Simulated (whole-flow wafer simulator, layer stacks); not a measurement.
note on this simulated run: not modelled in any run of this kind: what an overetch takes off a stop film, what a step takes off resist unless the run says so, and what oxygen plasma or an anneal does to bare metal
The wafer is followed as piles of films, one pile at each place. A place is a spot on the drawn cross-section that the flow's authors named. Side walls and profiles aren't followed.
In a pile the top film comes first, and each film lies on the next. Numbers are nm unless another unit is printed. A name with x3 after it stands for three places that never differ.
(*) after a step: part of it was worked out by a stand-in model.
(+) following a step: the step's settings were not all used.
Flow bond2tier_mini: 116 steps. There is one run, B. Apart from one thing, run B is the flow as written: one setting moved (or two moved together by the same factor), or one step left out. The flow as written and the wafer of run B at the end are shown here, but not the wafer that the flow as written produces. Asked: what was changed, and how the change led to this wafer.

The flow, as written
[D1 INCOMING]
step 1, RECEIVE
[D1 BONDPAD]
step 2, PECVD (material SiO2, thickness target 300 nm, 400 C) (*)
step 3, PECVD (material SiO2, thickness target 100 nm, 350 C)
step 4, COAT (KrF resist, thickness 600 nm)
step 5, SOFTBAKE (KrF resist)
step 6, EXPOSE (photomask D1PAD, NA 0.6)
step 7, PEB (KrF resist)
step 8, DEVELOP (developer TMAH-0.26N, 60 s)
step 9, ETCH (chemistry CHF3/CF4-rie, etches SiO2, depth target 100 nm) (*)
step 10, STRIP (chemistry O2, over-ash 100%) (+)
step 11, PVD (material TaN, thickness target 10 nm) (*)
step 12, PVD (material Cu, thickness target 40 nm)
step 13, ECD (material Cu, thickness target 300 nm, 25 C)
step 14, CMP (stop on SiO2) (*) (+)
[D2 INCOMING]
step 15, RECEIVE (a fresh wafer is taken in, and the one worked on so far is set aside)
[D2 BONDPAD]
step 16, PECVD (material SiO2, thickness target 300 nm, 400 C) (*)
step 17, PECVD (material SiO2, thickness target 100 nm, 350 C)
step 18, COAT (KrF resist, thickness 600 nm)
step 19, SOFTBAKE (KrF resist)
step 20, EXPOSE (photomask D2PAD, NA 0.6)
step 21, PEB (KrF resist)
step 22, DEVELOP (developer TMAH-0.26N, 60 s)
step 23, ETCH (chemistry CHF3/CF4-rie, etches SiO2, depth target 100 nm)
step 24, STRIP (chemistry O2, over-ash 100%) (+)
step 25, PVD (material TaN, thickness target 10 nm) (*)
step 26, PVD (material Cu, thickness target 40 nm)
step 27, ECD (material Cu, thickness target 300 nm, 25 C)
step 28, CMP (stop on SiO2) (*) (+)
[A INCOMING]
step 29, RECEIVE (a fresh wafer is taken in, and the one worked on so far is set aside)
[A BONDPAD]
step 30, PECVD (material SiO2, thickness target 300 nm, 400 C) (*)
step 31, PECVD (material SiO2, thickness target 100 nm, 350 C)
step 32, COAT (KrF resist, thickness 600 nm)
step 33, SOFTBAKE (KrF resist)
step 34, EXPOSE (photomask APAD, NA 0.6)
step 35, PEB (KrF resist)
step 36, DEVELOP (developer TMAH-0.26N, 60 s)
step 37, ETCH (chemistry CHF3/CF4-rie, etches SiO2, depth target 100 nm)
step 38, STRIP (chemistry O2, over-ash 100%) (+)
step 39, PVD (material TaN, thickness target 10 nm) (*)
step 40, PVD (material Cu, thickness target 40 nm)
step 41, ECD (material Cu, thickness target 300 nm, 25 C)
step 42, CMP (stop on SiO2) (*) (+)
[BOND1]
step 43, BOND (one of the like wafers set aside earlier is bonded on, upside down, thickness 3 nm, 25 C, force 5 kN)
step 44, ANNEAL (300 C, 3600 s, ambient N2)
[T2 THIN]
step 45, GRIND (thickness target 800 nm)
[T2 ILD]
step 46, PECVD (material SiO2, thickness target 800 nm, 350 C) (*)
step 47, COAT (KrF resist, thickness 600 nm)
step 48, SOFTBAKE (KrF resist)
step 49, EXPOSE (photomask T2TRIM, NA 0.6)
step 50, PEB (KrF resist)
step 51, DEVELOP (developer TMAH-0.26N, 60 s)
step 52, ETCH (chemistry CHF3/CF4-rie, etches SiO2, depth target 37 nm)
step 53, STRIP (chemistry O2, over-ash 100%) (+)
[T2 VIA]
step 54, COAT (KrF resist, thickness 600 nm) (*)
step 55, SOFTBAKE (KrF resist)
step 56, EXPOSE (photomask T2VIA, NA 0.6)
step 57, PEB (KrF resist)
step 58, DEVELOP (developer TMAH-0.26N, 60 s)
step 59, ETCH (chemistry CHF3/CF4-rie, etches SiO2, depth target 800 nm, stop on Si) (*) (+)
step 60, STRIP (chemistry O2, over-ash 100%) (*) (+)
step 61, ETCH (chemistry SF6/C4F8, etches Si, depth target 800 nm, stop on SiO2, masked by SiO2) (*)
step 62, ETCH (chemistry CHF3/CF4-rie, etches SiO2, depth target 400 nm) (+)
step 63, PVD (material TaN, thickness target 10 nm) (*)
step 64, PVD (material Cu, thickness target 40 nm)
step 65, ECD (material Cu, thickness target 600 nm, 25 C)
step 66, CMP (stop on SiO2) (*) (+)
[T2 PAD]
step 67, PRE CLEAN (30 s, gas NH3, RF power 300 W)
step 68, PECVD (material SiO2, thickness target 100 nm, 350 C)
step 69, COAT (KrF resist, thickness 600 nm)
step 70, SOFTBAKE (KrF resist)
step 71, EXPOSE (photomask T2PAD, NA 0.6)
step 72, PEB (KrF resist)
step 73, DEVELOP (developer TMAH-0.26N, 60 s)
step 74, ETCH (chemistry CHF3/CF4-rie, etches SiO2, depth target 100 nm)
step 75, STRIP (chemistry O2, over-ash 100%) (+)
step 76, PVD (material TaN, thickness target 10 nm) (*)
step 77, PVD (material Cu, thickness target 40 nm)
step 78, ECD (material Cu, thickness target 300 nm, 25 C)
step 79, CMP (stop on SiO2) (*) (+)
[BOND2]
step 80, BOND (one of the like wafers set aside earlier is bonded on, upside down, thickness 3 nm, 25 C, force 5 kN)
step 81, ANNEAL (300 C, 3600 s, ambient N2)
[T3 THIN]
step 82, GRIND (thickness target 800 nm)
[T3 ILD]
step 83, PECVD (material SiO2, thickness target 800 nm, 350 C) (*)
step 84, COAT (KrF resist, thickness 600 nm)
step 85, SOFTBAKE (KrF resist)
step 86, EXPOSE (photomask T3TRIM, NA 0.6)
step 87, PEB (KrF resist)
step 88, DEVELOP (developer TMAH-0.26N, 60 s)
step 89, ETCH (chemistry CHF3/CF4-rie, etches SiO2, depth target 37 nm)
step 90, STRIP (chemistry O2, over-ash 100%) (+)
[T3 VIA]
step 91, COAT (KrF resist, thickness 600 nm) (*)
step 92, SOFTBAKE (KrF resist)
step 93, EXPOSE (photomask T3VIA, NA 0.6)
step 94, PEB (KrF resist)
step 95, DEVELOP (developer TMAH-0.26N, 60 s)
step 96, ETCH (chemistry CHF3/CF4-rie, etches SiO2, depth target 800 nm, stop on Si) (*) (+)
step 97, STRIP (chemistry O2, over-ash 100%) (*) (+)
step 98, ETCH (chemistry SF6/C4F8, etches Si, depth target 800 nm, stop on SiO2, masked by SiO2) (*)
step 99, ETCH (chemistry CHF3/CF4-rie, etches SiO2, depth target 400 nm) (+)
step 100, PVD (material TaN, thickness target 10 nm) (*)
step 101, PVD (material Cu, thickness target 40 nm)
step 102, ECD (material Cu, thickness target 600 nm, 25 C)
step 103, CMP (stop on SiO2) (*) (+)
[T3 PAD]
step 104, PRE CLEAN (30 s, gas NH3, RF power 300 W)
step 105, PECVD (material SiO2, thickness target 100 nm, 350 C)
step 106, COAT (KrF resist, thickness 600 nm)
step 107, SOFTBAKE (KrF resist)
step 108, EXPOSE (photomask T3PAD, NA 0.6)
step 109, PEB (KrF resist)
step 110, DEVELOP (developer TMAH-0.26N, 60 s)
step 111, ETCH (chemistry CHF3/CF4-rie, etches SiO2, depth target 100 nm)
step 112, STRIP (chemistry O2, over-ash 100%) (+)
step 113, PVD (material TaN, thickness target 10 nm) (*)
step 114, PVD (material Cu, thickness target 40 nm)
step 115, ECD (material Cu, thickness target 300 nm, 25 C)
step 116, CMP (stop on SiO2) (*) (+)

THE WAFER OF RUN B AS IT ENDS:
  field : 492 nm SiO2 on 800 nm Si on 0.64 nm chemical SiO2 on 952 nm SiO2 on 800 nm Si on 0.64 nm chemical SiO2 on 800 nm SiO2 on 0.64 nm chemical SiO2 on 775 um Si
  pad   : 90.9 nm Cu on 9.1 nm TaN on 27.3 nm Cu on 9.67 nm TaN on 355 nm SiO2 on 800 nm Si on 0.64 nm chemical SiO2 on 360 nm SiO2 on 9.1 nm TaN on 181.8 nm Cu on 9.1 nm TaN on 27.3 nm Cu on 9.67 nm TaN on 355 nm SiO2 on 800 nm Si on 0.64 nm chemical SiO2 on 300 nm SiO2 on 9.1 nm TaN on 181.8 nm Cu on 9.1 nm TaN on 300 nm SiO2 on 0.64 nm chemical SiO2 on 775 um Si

The reason: step 17, PECVD: thickness target 160 nm was run, though the flow has thickness target 100 nm.

The path from the change to this, step by step:
  step 17, PECVD (material SiO2, thickness target 100 nm, 350 C)
      field, pad, via: SiO2 gains 160 (as written it would have been: SiO2 gains 100)
  step 80, BOND (one of the like wafers set aside earlier is bonded on, upside down, thickness 3 nm, 25 C, force 5 kN)
      field: Si gains 775 um (new film), chemical SiO2 gains 0.64 (new film), SiO2 gains 460 (as written it would have been: Si gains 775 um (new film), chemical SiO2 gains 0.64 (new film), SiO2 gains 400)
      pad: Si gains 775 um (new film), chemical SiO2 gains 0.64 (new film), SiO2 gains 360 (new film), TaN gains 9.1 (new film), Cu gains 90.9 (as written it would have been: Si gains 775 um (new film), chemical SiO2 gains 0.64 (new film), SiO2 gains 300 (new film), TaN gains 9.1 (new film), Cu gains 90.9)
